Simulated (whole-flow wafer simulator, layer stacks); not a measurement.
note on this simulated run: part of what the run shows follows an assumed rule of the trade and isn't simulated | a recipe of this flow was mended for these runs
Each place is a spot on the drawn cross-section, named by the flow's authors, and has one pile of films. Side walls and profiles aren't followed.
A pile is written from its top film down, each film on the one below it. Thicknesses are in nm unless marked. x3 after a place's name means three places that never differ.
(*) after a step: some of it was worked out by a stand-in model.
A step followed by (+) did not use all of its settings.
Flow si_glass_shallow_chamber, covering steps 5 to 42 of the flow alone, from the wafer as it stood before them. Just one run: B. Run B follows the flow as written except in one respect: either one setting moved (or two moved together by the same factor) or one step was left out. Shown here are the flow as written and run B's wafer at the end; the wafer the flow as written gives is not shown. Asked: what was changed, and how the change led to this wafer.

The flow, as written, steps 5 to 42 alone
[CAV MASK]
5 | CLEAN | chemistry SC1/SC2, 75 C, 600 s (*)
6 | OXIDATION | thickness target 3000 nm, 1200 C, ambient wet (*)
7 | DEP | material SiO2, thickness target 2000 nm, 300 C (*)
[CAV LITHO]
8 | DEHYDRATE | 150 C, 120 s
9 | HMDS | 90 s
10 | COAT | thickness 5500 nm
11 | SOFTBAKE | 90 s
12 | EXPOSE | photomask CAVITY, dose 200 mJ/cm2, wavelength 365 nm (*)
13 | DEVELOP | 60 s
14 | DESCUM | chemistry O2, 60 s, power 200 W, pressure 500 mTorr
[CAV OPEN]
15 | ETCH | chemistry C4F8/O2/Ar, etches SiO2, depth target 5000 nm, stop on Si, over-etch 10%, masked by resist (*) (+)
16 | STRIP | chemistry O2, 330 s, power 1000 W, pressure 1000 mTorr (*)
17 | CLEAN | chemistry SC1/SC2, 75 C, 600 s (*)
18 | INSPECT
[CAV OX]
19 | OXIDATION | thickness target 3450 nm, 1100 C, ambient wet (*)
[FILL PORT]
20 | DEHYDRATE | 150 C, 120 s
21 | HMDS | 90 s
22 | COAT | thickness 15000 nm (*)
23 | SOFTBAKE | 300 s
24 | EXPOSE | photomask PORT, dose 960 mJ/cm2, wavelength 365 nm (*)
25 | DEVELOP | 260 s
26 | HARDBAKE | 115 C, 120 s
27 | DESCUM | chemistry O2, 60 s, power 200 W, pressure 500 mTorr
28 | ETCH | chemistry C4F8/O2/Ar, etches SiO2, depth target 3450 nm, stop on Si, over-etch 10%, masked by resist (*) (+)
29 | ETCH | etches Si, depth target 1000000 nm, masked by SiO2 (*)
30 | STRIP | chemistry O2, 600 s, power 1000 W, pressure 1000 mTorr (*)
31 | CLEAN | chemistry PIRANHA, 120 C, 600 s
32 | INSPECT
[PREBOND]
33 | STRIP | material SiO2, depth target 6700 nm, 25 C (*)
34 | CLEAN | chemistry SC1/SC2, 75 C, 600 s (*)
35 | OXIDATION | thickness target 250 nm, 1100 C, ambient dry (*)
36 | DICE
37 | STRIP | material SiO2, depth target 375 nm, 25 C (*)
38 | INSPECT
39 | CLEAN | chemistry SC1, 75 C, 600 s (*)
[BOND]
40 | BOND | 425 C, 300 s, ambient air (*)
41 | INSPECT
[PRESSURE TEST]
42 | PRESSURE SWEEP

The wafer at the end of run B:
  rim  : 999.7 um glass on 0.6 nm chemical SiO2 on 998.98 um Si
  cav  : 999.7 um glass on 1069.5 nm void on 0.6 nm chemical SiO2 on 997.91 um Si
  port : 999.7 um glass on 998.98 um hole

The reason: step 6, OXIDATION: thickness target 3000 nm, 1200 C, ambient wet (*), was skipped.

Step by step, how the change led to this:
  7 | DEP | material SiO2, thickness target 2000 nm, 300 C (*)
      rim, ramp, cav, port, septum, ring: +2000 SiO2 (new film) (in the flow as written it would be: +2000 SiO2)
  15 | ETCH | chemistry C4F8/O2/Ar, etches SiO2, depth target 5000 nm, stop on Si, over-etch 10%, masked by resist (*) (+)
      cav, port: -2000 SiO2 (all of it), -0.6 chemical SiO2 (all of it), -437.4 Si (in the flow as written it would be: -5000 SiO2 (all of it), -62.5 Si)
      rim, ramp, septum, ring: -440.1 thick-i-line-resist (in the flow as written it would be: -1100 thick-i-line-resist)
  16 | STRIP | chemistry O2, 330 s, power 1000 W, pressure 1000 mTorr (*)
      rim, ramp, septum, ring: -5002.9 thick-i-line-resist (all of it) (in the flow as written it would be: -4343.1 thick-i-line-resist (all of it))
  19 | OXIDATION | thickness target 3450 nm, 1100 C, ambient wet (*)
      rim, ramp, septum, ring: +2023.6 SiO2, -0.6 chemical SiO2 (all of it), -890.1 Si (in the flow as written it would be: +1110.9 SiO2, -488.8 Si)
  22 | COAT | thickness 15000 nm (*)
      rim: +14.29 um thick-i-line-resist (new film) (in the flow as written it would be: +13.4 um thick-i-line-resist (new film))
      ramp: +14.06 um thick-i-line-resist (new film) (in the flow as written it would be: +12.89 um thick-i-line-resist (new film))
      (also at 4 further places)
  23 | SOFTBAKE | 300 s
      rim: -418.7 thick-i-line-resist (in the flow as written it would be: -997 thick-i-line-resist)
      ramp: -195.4 thick-i-line-resist (in the flow as written it would be: -487.1 thick-i-line-resist)
      (also at 4 further places)
  25 | DEVELOP | 260 s
      port: -15.5 um thick-i-line-resist (all of it) (in the flow as written it would be: -16.16 um thick-i-line-resist (all of it))
  26 | HARDBAKE | 115 C, 120 s
      rim, ramp: -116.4 thick-i-line-resist (in the flow as written it would be: -98.2 thick-i-line-resist)
      cav: -135.8 thick-i-line-resist (in the flow as written it would be: -147.1 thick-i-line-resist)
  29 | ETCH | etches Si, depth target 1000000 nm, masked by SiO2 (*)
      rim, ramp: -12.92 um thick-i-line-resist (all of it), -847 SiO2 (in the flow as written it would be: -11.47 um thick-i-line-resist (all of it), -1617.3 SiO2)
      port: +997.99 um hole (new film), -997.99 um Si (all of it) (in the flow as written it would be: +997.05 um hole (new film), -997.05 um Si (all of it))
      (also at 2 further places)
  30 | STRIP | chemistry O2, 600 s, power 1000 W, pressure 1000 mTorr (*)
      cav: -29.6 thick-i-line-resist (all of it) (in the flow as written it would be: -669.6 thick-i-line-resist (all of it))
  33 | STRIP | material SiO2, depth target 6700 nm, 25 C (*)
      rim, ramp: -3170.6 SiO2 (all of it) (in the flow as written it would be: -4487.5 SiO2 (all of it))
      septum: -3712.9 SiO2 (all of it) (in the flow as written it would be: -5732.1 SiO2 (all of it))
      (also at 1 further place)
  40 | BOND | 425 C, 300 s, ambient air (*)
      cav: +999.7 um glass (new film), +1069.5 void (new film) (in the flow as written it would be: +999.7 um glass (new film), +1095.9 void (new film))
      port: +999.7 um glass (new film), +990.8 hole (in the flow as written it would be: +999.7 um glass (new film), +1017.3 hole)
